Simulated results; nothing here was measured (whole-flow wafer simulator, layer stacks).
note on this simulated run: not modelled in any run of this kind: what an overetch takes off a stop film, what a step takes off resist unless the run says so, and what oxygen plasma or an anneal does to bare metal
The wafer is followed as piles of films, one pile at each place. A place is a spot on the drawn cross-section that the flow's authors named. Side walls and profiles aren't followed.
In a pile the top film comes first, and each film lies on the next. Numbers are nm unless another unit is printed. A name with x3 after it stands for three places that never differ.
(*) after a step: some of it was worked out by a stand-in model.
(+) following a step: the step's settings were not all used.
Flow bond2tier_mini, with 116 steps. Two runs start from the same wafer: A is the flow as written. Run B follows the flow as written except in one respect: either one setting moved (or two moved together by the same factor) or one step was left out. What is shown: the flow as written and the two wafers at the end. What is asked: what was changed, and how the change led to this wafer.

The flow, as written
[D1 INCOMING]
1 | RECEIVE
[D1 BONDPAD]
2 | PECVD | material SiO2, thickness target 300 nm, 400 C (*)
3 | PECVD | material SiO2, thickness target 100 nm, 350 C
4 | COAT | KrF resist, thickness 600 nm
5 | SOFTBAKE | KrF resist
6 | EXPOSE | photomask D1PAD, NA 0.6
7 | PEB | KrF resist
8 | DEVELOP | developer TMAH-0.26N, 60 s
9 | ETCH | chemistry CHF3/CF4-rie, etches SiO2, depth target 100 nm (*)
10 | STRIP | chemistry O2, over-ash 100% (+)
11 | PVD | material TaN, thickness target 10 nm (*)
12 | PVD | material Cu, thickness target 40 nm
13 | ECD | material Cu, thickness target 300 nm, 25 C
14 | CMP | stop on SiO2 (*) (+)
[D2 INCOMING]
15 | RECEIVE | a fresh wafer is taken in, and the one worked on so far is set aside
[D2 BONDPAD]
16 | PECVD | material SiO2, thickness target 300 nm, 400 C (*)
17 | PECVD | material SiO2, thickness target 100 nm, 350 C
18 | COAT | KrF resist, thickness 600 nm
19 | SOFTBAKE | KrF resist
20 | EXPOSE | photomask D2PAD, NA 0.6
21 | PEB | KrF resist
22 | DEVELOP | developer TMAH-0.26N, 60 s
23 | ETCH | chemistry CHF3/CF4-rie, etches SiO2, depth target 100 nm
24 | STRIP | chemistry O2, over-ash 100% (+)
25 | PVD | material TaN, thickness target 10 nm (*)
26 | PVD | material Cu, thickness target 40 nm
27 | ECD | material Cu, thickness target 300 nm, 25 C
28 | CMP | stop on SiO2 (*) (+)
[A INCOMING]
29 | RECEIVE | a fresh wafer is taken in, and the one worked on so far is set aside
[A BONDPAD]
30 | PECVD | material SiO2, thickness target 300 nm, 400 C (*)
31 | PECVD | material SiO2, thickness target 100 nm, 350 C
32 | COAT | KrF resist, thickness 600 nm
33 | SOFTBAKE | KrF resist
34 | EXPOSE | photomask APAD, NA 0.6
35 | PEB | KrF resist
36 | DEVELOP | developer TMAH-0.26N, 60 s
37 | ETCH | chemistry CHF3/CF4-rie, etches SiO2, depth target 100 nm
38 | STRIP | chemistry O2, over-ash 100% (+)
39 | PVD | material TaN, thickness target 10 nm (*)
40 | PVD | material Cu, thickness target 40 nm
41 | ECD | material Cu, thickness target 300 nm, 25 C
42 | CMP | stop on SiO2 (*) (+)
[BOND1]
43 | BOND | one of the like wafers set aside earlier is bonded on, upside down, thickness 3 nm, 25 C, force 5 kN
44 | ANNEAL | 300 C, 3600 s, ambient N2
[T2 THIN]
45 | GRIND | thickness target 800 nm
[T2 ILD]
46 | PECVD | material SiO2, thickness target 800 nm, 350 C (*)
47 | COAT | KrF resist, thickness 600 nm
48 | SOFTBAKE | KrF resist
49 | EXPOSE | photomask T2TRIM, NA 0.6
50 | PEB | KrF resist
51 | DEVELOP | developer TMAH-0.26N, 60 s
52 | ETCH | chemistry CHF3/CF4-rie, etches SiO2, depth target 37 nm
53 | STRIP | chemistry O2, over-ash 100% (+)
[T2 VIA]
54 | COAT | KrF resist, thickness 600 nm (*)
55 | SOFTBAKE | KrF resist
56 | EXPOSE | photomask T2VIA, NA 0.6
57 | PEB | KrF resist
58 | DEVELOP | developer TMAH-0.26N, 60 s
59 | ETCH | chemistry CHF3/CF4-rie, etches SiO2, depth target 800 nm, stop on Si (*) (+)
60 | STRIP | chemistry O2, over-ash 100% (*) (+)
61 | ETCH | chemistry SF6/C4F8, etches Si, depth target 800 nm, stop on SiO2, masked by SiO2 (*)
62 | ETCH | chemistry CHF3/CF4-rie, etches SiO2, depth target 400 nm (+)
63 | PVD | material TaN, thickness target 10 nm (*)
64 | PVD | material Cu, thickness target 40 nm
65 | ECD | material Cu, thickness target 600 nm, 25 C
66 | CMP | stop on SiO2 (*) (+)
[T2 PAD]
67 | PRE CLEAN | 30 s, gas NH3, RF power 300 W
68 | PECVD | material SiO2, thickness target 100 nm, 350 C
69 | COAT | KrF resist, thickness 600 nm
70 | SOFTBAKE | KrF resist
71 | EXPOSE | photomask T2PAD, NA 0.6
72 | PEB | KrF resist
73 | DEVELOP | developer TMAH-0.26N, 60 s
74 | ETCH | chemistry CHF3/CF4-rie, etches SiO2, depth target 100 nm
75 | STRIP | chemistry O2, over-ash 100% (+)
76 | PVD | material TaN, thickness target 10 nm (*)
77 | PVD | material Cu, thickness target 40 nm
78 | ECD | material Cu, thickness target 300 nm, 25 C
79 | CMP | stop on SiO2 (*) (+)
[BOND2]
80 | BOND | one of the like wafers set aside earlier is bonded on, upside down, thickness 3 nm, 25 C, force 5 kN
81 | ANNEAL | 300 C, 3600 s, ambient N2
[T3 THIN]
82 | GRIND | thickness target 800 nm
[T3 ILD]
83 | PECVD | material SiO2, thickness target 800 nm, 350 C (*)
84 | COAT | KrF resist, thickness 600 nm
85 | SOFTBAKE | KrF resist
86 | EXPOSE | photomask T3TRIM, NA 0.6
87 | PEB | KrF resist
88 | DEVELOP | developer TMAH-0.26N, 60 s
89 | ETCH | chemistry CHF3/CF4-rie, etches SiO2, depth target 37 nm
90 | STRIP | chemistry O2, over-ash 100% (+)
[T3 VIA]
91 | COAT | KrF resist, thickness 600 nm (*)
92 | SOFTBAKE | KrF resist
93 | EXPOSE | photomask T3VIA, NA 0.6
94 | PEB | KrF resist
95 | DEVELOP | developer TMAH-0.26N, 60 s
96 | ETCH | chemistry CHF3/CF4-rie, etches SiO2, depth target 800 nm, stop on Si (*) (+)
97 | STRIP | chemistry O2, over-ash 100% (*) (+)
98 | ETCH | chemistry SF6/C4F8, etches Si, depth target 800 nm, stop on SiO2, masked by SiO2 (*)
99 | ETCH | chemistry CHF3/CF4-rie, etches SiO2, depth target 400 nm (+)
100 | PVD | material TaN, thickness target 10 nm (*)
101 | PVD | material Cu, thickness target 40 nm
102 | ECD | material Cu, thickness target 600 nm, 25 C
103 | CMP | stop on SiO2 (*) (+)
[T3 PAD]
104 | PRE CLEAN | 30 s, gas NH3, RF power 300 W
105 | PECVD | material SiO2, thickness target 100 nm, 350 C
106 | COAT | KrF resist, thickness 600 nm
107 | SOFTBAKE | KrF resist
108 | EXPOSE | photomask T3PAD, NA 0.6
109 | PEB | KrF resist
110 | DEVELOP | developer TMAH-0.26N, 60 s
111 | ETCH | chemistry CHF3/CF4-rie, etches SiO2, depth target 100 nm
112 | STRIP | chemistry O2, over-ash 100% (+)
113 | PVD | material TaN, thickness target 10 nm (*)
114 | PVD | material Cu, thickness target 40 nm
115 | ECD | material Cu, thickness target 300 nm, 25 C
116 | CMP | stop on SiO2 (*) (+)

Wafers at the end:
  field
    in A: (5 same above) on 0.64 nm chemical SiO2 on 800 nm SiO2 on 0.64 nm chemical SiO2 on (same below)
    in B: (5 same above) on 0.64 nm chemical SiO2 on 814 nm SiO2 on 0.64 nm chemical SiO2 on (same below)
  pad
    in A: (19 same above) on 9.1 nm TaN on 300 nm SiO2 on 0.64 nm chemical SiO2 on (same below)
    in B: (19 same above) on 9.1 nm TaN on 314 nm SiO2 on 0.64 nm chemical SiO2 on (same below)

Cause: step 31, PECVD: thickness target 114 nm was run, whereas the flow has thickness target 100 nm.

How this came from the change, step by step:
  31 | PECVD | material SiO2, thickness target 100 nm, 350 C
      field, pad, via: A SiO2 gains 100 | B SiO2 gains 114
